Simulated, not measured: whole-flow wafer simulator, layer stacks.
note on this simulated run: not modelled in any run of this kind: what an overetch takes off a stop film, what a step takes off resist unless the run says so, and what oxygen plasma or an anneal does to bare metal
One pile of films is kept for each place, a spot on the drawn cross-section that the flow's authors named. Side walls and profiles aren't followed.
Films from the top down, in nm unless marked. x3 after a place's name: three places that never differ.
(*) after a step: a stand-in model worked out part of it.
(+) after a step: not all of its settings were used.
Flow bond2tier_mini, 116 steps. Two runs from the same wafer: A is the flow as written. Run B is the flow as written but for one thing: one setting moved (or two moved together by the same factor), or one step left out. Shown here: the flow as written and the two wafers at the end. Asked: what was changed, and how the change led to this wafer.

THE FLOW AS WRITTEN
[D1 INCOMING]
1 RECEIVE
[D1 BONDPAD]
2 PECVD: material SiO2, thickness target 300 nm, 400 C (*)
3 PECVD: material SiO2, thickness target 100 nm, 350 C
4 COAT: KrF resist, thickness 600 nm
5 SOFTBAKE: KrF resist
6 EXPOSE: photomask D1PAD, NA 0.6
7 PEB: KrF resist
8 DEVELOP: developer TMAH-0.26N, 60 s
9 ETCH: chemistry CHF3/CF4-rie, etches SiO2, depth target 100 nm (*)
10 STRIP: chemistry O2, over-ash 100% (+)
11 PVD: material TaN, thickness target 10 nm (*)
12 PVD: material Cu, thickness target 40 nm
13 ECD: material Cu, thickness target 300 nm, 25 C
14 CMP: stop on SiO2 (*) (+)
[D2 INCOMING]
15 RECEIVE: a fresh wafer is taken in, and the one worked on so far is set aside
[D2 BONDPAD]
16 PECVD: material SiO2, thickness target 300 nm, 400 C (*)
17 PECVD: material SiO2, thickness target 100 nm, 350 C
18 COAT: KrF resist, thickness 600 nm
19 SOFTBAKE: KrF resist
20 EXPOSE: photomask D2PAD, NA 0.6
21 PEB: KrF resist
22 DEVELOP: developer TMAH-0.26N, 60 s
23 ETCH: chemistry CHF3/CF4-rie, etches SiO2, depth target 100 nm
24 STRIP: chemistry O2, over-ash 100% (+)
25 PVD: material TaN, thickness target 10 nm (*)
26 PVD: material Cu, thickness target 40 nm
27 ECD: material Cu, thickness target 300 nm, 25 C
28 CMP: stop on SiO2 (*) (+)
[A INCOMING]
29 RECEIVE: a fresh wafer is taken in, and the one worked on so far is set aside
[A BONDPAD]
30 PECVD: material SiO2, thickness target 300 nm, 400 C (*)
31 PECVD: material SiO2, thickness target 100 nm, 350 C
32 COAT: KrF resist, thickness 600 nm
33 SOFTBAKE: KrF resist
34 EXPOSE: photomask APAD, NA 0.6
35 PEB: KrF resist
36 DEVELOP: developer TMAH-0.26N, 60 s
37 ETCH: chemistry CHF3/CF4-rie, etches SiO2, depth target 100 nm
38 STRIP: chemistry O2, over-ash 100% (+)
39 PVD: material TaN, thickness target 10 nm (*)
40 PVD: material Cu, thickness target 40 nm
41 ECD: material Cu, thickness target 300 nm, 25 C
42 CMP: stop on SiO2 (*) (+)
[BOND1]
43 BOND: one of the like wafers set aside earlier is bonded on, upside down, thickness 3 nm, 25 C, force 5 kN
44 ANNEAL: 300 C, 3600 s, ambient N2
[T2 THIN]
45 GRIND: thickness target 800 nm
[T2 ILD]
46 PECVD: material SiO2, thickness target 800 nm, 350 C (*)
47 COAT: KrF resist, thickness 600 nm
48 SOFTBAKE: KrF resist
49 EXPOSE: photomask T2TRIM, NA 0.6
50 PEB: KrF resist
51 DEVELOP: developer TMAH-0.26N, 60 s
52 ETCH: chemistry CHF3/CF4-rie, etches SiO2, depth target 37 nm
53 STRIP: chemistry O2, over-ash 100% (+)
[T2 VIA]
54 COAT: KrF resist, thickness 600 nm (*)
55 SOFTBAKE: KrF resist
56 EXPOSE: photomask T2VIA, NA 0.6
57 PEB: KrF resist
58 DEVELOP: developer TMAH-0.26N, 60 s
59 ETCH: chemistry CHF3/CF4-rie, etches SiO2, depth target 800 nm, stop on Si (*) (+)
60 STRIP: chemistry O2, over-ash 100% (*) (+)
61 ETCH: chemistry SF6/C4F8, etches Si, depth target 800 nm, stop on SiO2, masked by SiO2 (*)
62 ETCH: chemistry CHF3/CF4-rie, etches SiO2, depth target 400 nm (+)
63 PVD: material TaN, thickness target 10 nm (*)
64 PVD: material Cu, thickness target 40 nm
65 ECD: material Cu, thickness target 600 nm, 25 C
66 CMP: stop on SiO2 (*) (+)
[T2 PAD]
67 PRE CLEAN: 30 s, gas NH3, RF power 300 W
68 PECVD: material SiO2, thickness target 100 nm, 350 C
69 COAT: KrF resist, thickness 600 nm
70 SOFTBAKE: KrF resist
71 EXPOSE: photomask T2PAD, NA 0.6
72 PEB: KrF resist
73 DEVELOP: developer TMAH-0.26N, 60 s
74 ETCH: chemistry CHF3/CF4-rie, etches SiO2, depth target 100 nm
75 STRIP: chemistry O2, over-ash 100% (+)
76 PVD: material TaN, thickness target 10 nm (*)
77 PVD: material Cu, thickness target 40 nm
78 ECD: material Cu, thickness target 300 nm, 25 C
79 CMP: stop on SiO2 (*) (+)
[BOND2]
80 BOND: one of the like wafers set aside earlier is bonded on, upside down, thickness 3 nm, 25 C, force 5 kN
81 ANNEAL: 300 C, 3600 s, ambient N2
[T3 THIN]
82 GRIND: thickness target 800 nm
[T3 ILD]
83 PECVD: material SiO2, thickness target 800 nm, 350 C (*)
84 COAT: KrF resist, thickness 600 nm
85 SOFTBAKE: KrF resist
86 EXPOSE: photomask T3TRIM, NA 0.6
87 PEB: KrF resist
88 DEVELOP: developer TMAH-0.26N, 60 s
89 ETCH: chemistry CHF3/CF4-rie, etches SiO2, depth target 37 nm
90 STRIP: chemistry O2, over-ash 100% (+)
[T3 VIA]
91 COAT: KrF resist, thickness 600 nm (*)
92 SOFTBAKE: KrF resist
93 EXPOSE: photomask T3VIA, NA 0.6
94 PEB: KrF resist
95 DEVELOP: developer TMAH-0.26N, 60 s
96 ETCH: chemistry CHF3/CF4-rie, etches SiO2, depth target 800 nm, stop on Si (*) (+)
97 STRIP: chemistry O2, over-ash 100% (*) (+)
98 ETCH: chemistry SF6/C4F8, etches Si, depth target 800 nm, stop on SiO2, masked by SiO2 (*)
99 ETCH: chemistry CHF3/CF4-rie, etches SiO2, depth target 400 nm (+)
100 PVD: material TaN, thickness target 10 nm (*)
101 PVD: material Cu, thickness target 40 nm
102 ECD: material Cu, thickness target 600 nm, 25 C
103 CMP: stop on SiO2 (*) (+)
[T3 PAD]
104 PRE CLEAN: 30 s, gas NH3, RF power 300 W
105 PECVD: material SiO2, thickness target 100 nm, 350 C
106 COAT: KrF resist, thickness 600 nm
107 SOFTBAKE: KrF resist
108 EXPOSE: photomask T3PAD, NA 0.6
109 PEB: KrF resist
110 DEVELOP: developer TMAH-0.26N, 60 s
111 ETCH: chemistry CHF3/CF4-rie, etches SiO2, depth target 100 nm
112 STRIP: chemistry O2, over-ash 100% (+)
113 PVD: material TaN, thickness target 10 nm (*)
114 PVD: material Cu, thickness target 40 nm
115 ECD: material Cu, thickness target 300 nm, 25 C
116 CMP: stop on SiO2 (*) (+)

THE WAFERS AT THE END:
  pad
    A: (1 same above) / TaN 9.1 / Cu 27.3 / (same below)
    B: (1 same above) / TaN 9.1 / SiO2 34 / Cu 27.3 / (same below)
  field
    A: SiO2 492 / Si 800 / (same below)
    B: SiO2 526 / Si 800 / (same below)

The cause: step 105, PECVD: thickness target 134 nm was run, where the flow has thickness target 100 nm.

How the change led to this, step by step:
  105 PECVD: material SiO2, thickness target 100 nm, 350 C
      field: A SiO2 +100 | B SiO2 +134
      pad: A SiO2 +100 (new film) | B SiO2 +134 (new film)
  111 ETCH: chemistry CHF3/CF4-rie, etches SiO2, depth target 100 nm
      pad: A SiO2 -100 (all of it) | B SiO2 -100
Counting metal films that touch as one body, pad has 4 bodies (between them, from the top down: SiO2 34; SiO2 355 / Si 800 / chemical SiO2 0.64 / SiO2 300; SiO2 355 / Si 800 / chemical SiO2 0.64 / SiO2 300); the flow as written gives 3 bodies (between them, from the top down: SiO2 355 / Si 800 / chemical SiO2 0.64 / SiO2 300; SiO2 355 / Si 800 / chemical SiO2 0.64 / SiO2 300).
